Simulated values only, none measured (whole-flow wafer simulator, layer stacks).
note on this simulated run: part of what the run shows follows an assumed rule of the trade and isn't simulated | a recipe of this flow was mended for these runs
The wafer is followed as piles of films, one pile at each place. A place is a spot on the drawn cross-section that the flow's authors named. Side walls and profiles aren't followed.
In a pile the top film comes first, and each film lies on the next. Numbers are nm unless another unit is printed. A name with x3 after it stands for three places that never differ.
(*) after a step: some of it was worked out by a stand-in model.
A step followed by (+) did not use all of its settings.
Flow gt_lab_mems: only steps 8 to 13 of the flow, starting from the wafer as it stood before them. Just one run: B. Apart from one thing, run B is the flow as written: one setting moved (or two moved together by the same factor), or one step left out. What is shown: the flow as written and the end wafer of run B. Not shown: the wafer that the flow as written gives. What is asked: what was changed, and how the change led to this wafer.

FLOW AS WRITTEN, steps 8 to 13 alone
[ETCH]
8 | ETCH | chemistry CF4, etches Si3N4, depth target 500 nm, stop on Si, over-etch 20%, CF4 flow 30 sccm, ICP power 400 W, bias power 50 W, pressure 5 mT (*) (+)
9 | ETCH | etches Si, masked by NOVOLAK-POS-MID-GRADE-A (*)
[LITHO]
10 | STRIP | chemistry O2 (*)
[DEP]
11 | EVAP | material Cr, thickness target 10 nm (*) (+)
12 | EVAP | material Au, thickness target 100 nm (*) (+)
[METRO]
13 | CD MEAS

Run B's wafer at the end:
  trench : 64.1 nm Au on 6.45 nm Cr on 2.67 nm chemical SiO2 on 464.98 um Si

What caused this: step 8, ETCH: over-etch 26% was run, whereas the flow has over-etch 20%.

How this came from the change, step by step:
  8 | ETCH | chemistry CF4, etches Si3N4, depth target 500 nm, stop on Si, over-etch 20%, CF4 flow 30 sccm, ICP power 400 W, bias power 50 W, pressure 5 mT (*) (+)
      field: g/i-line-resist loses 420 (in the flow as written it would be: g/i-line-resist loses 400)
      trench: Si3N4 loses 500 (all of it), chemical SiO2 loses 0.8 (all of it), Si loses 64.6 (in the flow as written it would be: Si3N4 loses 500 (all of it), chemical SiO2 loses 0.8 (all of it), Si loses 49.6)
